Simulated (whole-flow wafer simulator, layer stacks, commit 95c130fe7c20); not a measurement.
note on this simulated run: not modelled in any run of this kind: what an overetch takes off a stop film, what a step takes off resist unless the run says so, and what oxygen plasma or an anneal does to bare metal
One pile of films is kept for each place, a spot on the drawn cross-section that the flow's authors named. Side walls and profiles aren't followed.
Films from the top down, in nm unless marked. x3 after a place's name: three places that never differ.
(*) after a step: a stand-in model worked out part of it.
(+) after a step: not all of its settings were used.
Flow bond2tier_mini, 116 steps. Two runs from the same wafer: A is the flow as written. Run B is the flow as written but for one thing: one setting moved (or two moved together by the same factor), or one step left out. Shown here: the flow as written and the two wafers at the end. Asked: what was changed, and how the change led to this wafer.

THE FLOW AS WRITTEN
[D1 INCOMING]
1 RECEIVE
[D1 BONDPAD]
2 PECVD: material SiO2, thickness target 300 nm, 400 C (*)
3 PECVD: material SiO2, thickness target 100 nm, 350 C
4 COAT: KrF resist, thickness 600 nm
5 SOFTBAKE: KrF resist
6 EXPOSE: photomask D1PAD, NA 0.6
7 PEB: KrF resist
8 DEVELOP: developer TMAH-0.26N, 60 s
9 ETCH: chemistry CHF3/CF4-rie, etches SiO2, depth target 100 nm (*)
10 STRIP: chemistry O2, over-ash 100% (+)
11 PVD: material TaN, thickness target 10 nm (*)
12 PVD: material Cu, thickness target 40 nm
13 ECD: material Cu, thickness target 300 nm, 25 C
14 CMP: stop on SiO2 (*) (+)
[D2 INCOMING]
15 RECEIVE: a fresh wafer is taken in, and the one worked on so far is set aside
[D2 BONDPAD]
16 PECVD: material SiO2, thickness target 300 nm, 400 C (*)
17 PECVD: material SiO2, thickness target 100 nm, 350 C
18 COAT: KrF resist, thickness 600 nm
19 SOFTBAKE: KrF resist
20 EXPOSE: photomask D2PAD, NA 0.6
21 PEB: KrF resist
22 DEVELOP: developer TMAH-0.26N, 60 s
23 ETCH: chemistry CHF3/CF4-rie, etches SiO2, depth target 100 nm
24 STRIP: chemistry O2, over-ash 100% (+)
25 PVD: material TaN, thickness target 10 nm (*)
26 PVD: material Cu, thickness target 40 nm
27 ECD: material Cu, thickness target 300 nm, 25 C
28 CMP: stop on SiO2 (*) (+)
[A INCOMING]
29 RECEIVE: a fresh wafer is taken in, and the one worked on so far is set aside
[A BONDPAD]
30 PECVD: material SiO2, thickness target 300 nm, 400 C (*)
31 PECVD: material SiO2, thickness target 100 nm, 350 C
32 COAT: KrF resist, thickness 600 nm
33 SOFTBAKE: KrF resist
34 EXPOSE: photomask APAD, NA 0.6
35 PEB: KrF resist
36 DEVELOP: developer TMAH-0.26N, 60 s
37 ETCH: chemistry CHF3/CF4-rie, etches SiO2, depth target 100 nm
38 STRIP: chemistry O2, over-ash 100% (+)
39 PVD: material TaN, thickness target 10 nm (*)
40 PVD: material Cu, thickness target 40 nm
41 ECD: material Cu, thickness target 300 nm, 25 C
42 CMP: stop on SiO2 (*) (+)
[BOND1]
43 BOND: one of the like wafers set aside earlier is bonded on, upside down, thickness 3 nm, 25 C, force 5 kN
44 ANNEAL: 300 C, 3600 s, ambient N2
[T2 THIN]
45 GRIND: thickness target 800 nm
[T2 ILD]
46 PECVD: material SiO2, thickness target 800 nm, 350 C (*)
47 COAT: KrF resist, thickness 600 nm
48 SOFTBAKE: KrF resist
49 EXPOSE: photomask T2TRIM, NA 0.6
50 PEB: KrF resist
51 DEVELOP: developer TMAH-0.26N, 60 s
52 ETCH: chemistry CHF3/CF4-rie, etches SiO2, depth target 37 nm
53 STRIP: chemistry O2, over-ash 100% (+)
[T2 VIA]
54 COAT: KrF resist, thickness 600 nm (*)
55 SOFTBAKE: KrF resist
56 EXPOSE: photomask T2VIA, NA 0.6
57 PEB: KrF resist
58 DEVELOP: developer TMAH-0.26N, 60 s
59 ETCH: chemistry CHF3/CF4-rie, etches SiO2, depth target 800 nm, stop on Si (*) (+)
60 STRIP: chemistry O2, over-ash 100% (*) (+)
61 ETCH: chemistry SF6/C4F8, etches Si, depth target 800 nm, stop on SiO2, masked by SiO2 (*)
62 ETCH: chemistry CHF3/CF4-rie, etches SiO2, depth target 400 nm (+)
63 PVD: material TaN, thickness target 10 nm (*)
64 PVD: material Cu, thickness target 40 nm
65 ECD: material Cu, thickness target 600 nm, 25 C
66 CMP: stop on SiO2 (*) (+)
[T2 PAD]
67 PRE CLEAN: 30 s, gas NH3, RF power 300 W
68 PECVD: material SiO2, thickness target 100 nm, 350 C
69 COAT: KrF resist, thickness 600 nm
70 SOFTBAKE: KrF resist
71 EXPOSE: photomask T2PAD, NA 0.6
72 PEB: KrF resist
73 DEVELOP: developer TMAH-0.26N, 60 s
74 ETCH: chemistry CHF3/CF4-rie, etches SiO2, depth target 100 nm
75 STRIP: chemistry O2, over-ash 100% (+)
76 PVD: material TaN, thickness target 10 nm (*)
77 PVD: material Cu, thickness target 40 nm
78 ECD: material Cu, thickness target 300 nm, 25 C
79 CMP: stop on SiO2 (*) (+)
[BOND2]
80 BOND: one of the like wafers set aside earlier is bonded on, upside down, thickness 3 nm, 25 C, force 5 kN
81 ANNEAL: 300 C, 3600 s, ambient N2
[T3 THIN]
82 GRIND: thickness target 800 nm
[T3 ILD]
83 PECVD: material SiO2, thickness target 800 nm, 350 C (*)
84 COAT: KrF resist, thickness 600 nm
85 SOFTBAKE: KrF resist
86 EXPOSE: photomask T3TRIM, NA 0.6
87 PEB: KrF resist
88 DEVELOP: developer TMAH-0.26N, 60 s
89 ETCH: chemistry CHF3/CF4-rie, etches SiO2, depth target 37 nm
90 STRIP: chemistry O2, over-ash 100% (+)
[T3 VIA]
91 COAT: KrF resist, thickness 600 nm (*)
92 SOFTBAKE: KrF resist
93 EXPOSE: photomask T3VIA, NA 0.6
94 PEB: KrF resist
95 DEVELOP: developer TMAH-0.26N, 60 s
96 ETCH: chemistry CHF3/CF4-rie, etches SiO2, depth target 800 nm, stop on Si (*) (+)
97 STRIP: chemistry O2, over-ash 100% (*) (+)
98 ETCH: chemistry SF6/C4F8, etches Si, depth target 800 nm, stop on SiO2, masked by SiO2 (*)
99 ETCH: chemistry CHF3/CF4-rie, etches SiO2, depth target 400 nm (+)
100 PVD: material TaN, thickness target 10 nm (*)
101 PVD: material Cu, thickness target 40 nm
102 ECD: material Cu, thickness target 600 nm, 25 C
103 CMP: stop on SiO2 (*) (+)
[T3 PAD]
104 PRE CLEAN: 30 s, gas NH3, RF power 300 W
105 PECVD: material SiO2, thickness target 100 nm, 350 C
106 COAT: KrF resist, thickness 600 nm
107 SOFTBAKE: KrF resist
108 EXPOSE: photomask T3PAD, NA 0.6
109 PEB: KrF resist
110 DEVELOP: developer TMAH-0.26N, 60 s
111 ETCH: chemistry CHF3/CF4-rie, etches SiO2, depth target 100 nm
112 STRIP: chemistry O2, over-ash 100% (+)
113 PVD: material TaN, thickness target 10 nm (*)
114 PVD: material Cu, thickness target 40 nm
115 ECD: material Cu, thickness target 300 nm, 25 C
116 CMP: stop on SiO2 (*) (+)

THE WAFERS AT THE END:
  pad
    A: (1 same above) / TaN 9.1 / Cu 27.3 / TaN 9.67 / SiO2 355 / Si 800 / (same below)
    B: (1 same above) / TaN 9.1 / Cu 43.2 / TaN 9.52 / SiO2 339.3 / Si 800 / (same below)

The cause: step 89, ETCH: depth target 52.7 nm was run, where the flow has depth target 37 nm.

How the change led to this, step by step:
  89 ETCH: chemistry CHF3/CF4-rie, etches SiO2, depth target 37 nm
      field: A KrF resist -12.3 | B KrF resist -17.6
      pad: A SiO2 -37 | B SiO2 -52.7
  97 STRIP: chemistry O2, over-ash 100% (*) (+)
      field: A KrF resist -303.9 (all of it) | B KrF resist -297.2 (all of it)
      pad: A KrF resist -336 (all of it) | B KrF resist -342.9 (all of it)
  102 ECD: material Cu, thickness target 600 nm, 25 C
      pad: A Cu +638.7 | B Cu +655.1
